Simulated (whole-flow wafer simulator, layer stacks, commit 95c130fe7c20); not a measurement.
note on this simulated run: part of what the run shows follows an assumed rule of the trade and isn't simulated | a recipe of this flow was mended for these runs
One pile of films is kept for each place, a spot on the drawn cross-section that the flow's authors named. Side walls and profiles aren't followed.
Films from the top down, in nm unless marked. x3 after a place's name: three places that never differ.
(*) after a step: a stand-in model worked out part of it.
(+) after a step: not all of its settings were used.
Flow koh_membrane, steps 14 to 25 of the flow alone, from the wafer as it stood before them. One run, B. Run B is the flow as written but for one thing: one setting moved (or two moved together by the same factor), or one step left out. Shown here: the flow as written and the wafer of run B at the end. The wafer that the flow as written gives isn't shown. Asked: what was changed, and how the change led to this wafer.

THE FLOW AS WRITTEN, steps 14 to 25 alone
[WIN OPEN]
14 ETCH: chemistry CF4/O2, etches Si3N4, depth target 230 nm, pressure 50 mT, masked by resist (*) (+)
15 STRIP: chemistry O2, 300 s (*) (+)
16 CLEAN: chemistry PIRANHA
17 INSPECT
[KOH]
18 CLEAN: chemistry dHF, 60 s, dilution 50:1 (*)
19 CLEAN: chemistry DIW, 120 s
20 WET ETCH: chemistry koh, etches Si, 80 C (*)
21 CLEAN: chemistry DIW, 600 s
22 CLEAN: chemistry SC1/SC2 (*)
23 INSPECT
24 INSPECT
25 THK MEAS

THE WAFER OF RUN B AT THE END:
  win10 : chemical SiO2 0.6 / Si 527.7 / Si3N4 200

The cause: step 14, ETCH: depth target 333.5 nm was run, where the flow has depth target 230 nm.

How the change led to this, step by step:
  14 ETCH: chemistry CF4/O2, etches Si3N4, depth target 230 nm, pressure 50 mT, masked by resist (*) (+)
      win20 x4, win10: Si3N4 -200 (all of it), chemical SiO2 -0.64 (all of it), Si -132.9 (as written it would be: Si3N4 -200 (all of it), chemical SiO2 -0.64 (all of it), Si -29.4)
      field: i-line-resist -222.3 (as written it would be: i-line-resist -153.3)
  15 STRIP: chemistry O2, 300 s (*) (+)
      field: i-line-resist -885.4 (all of it) (as written it would be: i-line-resist -954.4 (all of it))
